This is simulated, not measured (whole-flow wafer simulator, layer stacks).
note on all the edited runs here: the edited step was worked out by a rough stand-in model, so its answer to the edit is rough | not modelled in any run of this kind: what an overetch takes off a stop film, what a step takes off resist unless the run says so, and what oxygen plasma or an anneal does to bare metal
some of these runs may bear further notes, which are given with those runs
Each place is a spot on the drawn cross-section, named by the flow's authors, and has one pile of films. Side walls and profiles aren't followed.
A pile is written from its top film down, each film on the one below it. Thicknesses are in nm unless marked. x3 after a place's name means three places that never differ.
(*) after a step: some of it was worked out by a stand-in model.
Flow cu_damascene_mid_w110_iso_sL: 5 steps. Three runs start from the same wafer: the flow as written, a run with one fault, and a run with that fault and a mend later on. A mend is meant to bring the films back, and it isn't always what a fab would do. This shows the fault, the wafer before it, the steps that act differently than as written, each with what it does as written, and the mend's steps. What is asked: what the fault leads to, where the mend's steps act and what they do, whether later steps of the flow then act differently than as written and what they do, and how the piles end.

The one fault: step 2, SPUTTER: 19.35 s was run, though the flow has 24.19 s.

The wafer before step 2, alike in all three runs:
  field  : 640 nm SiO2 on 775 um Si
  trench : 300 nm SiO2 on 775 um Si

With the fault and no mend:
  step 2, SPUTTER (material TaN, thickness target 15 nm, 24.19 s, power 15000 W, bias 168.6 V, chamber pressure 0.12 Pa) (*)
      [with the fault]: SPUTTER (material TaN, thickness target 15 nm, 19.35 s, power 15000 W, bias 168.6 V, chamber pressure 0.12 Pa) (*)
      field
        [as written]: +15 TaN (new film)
        [with the fault]: +12 TaN (new film)
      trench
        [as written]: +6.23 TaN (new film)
        [with the fault]: +4.98 TaN (new film)
  Every later step of the flow that is run acts as written, at every place that is followed, to within 2% or 0.5 nm, whichever is larger.
  The piles end different from the flow's at field, trench by more than 2% or 0.5 nm, whichever is larger.
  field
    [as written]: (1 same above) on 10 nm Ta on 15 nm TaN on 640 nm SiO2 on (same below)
    [with the fault]: (1 same above) on 10 nm Ta on 12 nm TaN on 640 nm SiO2 on (same below)
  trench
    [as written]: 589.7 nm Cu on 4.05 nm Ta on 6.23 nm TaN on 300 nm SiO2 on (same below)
    [with the fault]: 587.9 nm Cu on 4.08 nm Ta on 4.98 nm TaN on 300 nm SiO2 on (same below)

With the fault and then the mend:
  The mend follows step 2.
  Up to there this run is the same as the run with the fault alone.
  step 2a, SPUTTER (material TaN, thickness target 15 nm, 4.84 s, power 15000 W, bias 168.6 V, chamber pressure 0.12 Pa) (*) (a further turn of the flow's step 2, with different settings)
      field
        +3 TaN
      trench
        +1.2 TaN
  Every later step of the flow that is run acts as written at every place that is followed.
  When the end is reached, the piles differ only a little from the flow's at the places that both follow, at most by 2% or 0.5 nm, whichever is larger.
